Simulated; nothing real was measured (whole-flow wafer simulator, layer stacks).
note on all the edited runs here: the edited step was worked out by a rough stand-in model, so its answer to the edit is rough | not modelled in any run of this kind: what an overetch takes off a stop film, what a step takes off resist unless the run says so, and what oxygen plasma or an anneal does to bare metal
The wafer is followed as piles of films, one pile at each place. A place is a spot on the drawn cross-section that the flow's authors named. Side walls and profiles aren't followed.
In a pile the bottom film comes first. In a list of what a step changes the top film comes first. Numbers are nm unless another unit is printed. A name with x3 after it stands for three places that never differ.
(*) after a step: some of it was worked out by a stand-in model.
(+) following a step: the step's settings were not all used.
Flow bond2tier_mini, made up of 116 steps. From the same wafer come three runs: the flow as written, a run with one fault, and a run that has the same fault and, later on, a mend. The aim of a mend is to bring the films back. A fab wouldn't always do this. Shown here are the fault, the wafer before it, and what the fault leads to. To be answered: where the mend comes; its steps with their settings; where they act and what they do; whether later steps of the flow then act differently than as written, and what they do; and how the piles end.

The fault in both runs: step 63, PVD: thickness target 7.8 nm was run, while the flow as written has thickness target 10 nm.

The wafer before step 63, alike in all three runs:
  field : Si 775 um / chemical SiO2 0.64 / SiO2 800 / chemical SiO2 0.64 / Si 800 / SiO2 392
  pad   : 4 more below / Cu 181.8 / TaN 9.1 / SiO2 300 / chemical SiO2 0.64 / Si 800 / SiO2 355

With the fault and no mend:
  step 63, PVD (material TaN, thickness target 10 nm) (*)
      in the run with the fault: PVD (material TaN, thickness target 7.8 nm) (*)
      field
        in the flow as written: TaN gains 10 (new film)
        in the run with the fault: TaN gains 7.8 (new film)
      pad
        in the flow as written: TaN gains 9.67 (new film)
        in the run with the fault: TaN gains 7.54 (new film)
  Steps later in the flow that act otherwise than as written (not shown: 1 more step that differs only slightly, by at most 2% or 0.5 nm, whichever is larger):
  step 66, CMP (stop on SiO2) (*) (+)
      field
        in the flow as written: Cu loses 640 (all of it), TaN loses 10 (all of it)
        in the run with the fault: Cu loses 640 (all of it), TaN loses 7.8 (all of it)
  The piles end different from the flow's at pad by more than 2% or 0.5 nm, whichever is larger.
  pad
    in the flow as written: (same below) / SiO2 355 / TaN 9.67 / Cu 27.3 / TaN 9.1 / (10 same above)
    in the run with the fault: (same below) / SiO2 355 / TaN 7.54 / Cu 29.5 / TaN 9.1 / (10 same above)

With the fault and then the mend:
  After step 63 comes the mend.
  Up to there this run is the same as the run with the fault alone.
  step 63a, PVD (material TaN, thickness target 2.2 nm) (*) (the flow's step 63 again, with other settings)
      field
        TaN gains 2.2
      pad
        TaN gains 2.13
  Every later step of the flow that is run acts as written at every place that is followed.
  By the end, the piles equal the flow's at every place that both follow.
